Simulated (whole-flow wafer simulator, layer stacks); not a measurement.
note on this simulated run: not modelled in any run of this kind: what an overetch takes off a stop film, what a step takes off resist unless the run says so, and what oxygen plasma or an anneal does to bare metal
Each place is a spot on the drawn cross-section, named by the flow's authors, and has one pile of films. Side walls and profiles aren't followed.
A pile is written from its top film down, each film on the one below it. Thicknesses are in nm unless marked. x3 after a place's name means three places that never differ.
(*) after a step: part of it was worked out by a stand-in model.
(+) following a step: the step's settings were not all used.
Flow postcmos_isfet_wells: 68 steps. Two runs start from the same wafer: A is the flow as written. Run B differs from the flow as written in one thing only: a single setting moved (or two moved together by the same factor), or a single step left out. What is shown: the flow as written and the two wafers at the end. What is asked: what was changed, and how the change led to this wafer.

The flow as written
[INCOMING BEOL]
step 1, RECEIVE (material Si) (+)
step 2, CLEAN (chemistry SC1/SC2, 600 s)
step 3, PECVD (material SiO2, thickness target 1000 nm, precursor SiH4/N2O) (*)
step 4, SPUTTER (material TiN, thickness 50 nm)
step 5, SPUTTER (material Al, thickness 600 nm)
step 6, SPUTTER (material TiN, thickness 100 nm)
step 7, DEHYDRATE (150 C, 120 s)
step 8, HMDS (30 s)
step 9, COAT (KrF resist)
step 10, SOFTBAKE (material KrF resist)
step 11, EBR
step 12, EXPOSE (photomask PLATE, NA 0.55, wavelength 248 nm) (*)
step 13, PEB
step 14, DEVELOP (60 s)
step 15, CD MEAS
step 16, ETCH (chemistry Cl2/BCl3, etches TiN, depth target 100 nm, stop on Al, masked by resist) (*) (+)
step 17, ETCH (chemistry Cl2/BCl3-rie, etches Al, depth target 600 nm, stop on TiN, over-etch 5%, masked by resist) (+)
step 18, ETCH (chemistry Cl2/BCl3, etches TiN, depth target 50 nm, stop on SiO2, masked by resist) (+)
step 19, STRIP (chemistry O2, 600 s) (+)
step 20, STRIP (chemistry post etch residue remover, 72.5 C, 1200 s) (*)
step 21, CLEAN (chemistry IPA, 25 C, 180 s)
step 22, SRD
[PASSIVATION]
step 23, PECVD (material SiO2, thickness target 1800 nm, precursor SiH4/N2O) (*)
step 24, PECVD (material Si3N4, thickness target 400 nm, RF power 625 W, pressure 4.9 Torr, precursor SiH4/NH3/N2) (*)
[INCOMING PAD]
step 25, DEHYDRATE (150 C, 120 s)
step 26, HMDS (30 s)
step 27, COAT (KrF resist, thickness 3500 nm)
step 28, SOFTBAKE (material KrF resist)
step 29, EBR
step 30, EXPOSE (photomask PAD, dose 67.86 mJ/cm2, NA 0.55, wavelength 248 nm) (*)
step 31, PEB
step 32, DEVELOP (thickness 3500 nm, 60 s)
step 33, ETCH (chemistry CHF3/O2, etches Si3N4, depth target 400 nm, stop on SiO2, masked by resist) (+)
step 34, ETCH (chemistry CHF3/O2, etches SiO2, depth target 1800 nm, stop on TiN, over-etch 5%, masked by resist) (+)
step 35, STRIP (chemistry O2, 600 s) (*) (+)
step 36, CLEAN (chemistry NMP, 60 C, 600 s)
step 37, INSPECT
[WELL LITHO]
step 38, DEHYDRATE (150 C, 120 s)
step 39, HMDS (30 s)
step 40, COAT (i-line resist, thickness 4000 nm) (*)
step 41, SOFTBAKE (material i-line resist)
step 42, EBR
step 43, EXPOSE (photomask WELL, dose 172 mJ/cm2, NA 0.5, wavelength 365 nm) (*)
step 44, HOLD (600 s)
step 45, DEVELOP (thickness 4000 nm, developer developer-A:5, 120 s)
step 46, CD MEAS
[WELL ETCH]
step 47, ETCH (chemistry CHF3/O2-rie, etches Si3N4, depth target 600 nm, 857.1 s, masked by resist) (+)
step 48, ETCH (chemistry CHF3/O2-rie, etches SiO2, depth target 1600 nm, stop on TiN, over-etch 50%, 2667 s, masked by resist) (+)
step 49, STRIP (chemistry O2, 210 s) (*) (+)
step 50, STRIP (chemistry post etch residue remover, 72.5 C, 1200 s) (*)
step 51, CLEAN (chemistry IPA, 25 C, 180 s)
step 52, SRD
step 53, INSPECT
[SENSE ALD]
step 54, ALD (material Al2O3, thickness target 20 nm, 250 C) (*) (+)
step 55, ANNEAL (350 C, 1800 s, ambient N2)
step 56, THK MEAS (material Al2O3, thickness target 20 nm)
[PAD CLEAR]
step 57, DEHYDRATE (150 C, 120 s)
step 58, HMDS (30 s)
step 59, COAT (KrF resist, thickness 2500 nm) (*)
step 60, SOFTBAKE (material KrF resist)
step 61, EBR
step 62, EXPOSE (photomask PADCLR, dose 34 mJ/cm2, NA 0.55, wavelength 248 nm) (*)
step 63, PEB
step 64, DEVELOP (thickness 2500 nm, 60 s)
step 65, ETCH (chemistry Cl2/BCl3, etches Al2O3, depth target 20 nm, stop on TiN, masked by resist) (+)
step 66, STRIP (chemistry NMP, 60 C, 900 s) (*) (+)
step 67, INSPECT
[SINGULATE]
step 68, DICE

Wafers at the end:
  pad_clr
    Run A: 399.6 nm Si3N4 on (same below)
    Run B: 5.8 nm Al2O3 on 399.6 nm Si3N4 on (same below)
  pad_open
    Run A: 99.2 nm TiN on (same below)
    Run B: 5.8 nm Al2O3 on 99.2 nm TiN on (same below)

The reason: step 65, ETCH: depth target 14.2 nm was run, though the flow has depth target 20 nm.

Step by step, how the change led to this:
  step 65, ETCH (chemistry Cl2/BCl3, etches Al2O3, depth target 20 nm, stop on TiN, masked by resist) (+)
      pad_clr, pad_open: A Al2O3 loses 20 (all of it) | B Al2O3 loses 14.2
      field, margin, pad_rim: A KrF resist loses 25 | B KrF resist loses 17.8
